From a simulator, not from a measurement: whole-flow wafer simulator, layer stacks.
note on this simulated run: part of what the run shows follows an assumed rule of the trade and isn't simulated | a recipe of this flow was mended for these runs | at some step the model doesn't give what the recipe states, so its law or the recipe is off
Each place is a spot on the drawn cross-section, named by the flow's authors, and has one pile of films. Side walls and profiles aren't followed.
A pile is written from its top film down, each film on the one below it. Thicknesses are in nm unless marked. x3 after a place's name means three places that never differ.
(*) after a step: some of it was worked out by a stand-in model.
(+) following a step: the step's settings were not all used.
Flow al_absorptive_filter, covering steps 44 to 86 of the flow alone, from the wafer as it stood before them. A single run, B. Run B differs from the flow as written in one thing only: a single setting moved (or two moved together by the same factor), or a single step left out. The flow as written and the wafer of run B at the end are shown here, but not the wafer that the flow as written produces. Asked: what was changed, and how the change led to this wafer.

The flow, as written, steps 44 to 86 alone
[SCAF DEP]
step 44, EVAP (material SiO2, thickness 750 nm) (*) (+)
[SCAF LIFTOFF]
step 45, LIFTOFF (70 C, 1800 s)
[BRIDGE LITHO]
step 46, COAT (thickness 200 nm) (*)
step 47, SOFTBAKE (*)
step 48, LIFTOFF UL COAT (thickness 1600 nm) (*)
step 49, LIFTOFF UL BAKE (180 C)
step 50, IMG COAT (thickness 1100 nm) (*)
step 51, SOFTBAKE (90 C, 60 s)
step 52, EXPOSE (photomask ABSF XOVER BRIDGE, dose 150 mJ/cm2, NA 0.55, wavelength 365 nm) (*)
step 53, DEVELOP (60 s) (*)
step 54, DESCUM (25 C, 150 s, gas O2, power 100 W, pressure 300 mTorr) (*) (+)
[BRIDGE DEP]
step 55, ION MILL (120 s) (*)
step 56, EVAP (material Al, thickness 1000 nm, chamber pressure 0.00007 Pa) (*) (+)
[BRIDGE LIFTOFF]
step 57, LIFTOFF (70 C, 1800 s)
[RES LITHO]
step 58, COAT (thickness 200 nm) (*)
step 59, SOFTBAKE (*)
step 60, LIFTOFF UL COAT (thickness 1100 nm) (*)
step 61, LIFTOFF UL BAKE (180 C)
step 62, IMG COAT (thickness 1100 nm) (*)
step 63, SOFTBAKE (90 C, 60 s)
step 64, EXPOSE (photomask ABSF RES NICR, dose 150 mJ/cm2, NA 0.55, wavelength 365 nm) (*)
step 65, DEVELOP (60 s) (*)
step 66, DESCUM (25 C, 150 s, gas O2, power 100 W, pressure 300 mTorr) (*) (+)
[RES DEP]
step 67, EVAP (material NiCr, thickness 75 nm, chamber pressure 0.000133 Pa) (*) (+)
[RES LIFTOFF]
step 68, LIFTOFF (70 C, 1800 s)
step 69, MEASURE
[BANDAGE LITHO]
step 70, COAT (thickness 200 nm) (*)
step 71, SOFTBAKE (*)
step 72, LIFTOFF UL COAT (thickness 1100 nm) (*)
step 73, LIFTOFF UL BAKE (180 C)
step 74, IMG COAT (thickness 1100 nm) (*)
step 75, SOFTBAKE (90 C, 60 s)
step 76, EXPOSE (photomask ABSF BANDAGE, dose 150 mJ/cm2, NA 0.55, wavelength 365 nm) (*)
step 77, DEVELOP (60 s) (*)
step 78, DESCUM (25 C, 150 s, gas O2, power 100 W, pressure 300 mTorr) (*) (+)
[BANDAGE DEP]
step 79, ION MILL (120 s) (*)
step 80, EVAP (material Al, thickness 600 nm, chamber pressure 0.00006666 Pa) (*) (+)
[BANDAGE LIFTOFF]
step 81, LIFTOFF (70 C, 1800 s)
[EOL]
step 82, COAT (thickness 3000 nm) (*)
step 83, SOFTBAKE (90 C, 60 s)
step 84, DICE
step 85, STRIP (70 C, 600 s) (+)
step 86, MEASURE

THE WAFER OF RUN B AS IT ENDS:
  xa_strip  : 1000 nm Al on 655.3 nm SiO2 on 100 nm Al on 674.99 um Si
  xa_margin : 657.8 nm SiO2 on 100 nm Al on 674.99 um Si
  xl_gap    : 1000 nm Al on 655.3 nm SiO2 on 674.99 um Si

Cause: step 44, EVAP: thickness 679.6 nm was run, though the flow has thickness 750 nm.

Step by step, how the change led to this:
  step 44, EVAP (material SiO2, thickness 750 nm) (*) (+)
      gnd, pad_far, pad_near and 10 more: SiO2 gains 679.6 (new film) (as written it would have been: SiO2 gains 750 (new film))
      xa_margin: SiO2 gains 657.8 (new film) (as written it would have been: SiO2 gains 726 (new film))
  step 45, LIFTOFF (70 C, 1800 s)
      gnd, xa_field, xl_land, idc_field: SiO2 loses 679.6 (all of it), i-line-resist loses 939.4 (all of it), lift-off-underlayer loses 1100 (all of it), acrylic-e-beam-resist loses 200 (all of it) (as written it would have been: SiO2 loses 750 (all of it), i-line-resist loses 939.4 (all of it), lift-off-underlayer loses 1100 (all of it), acrylic-e-beam-resist loses 200 (all of it))
      pad_far: SiO2 loses 679.6 (all of it), i-line-resist loses 937 (all of it), lift-off-underlayer loses 1092.7 (all of it), acrylic-e-beam-resist loses 198.5 (all of it) (as written it would have been: SiO2 loses 750 (all of it), i-line-resist loses 937 (all of it), lift-off-underlayer loses 1092.7 (all of it), acrylic-e-beam-resist loses 198.5 (all of it))
      (and at 5 other places as well)
  step 46, COAT (thickness 200 nm) (*)
      xa_margin: acrylic-e-beam-resist gains 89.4 (new film) (as written it would have been: acrylic-e-beam-resist gains 87.1 (new film))
      xa_strip: acrylic-e-beam-resist gains 162.4 (new film) (as written it would have been: acrylic-e-beam-resist gains 156.7 (new film))
      (and at 2 other places as well)
  step 48, LIFTOFF UL COAT (thickness 1600 nm) (*)
      xa_margin: lift-off-underlayer gains 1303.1 (new film) (as written it would have been: lift-off-underlayer gains 1268 (new film))
      xa_strip: lift-off-underlayer gains 1248.2 (new film) (as written it would have been: lift-off-underlayer gains 1219 (new film))
      (and at 2 other places as well)
  step 53, DEVELOP (60 s) (*)
      xa_strip: i-line-resist loses 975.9 (all of it), lift-off-underlayer loses 1248.2 (all of it) (as written it would have been: i-line-resist loses 960.1 (all of it), lift-off-underlayer loses 1219 (all of it))
      xl_gap: i-line-resist loses 1013.2 (all of it), lift-off-underlayer loses 1351.6 (all of it) (as written it would have been: i-line-resist loses 1001.2 (all of it), lift-off-underlayer loses 1316.9 (all of it))
      (and at 1 other place as well)
  step 54, DESCUM (25 C, 150 s, gas O2, power 100 W, pressure 300 mTorr) (*) (+)
      xa_strip: acrylic-e-beam-resist loses 162.4 (all of it) (as written it would have been: acrylic-e-beam-resist loses 156.7 (all of it))
      xl_gap: acrylic-e-beam-resist loses 103.5 (all of it) (as written it would have been: acrylic-e-beam-resist loses 97.9 (all of it))
      (and at 1 other place as well)
  step 57, LIFTOFF (70 C, 1800 s)
      xa_margin: Al loses 1000 (all of it), i-line-resist loses 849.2 (all of it), lift-off-underlayer loses 1303.1 (all of it), acrylic-e-beam-resist loses 89.4 (all of it) (as written it would have been: Al loses 1000 (all of it), i-line-resist loses 836.1 (all of it), lift-off-underlayer loses 1268 (all of it), acrylic-e-beam-resist loses 87.1 (all of it))
  step 58, COAT (thickness 200 nm) (*)
      xa_margin: acrylic-e-beam-resist gains 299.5 (new film) (as written it would have been: acrylic-e-beam-resist gains 288.1 (new film))
      xa_strip: acrylic-e-beam-resist gains 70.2 (new film) (as written it would have been: acrylic-e-beam-resist gains 66.9 (new film))
      (and at 2 other places as well)
  step 60, LIFTOFF UL COAT (thickness 1100 nm) (*)
      xa_strip: lift-off-underlayer gains 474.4 (new film) (as written it would have been: lift-off-underlayer gains 459.8 (new film))
      xl_gap: lift-off-underlayer gains 862.1 (new film) (as written it would have been: lift-off-underlayer gains 831.4 (new film))
      (and at 1 other place as well)
  step 62, IMG COAT (thickness 1100 nm) (*)
      xa_margin: i-line-resist gains 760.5 (new film) (as written it would have been: i-line-resist gains 741.1 (new film))
      xa_strip: i-line-resist gains 603.8 (new film) (as written it would have been: i-line-resist gains 577.9 (new film))
      (and at 1 other place as well)
  step 68, LIFTOFF (70 C, 1800 s)
      xa_margin: NiCr loses 75 (all of it), i-line-resist loses 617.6 (all of it), lift-off-underlayer loses 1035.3 (all of it), acrylic-e-beam-resist loses 299.5 (all of it) (as written it would have been: NiCr loses 75 (all of it), i-line-resist loses 598.1 (all of it), lift-off-underlayer loses 1021 (all of it), acrylic-e-beam-resist loses 288.1 (all of it))
      xa_strip: NiCr loses 75 (all of it), i-line-resist loses 459.2 (all of it), lift-off-underlayer loses 474.4 (all of it), acrylic-e-beam-resist loses 70.2 (all of it) (as written it would have been: NiCr loses 75 (all of it), i-line-resist loses 433.3 (all of it), lift-off-underlayer loses 459.8 (all of it), acrylic-e-beam-resist loses 66.9 (all of it))
      (and at 2 other places as well)
  step 70, COAT (thickness 200 nm) (*)
      xa_margin: acrylic-e-beam-resist gains 299.5 (new film) (as written it would have been: acrylic-e-beam-resist gains 288.1 (new film))
      xa_strip: acrylic-e-beam-resist gains 70.2 (new film) (as written it would have been: acrylic-e-beam-resist gains 66.9 (new film))
      (and at 2 other places as well)
  step 72, LIFTOFF UL COAT (thickness 1100 nm) (*)
      xa_strip: lift-off-underlayer gains 474.4 (new film) (as written it would have been: lift-off-underlayer gains 459.8 (new film))
      xl_gap: lift-off-underlayer gains 867.1 (new film) (as written it would have been: lift-off-underlayer gains 837.4 (new film))
      (and at 1 other place as well)
  step 74, IMG COAT (thickness 1100 nm) (*)
      xa_margin: i-line-resist gains 760.5 (new film) (as written it would have been: i-line-resist gains 741.1 (new film))
      xa_strip: i-line-resist gains 603.8 (new film) (as written it would have been: i-line-resist gains 577.9 (new film))
      (and at 1 other place as well)
  step 81, LIFTOFF (70 C, 1800 s)
      xa_margin: Al loses 600 (all of it), i-line-resist loses 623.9 (all of it), lift-off-underlayer loses 1035.3 (all of it), acrylic-e-beam-resist loses 299.5 (all of it) (as written it would have been: Al loses 600 (all of it), i-line-resist loses 604.4 (all of it), lift-off-underlayer loses 1021 (all of it), acrylic-e-beam-resist loses 288.1 (all of it))
      xa_strip: Al loses 600 (all of it), i-line-resist loses 465.5 (all of it), lift-off-underlayer loses 474.4 (all of it), acrylic-e-beam-resist loses 70.2 (all of it) (as written it would have been: Al loses 600 (all of it), i-line-resist loses 439.6 (all of it), lift-off-underlayer loses 459.8 (all of it), acrylic-e-beam-resist loses 66.9 (all of it))
      (and at 2 other places as well)
  step 82, COAT (thickness 3000 nm) (*)
      xa_strip: i-line-resist gains 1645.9 (new film) (as written it would have been: i-line-resist gains 1594.3 (new film))
      xl_gap: i-line-resist gains 2524.9 (new film) (as written it would have been: i-line-resist gains 2468.8 (new film))
      (and at 1 other place as well)
  ... 1 other step ...
  step 85, STRIP (70 C, 600 s) (+)
      xa_margin: i-line-resist loses 2524.9 (all of it) (as written it would have been: i-line-resist loses 2469.3 (all of it))
      xa_strip: i-line-resist loses 1534.1 (all of it) (as written it would have been: i-line-resist loses 1477 (all of it))
      (and at 2 other places as well)
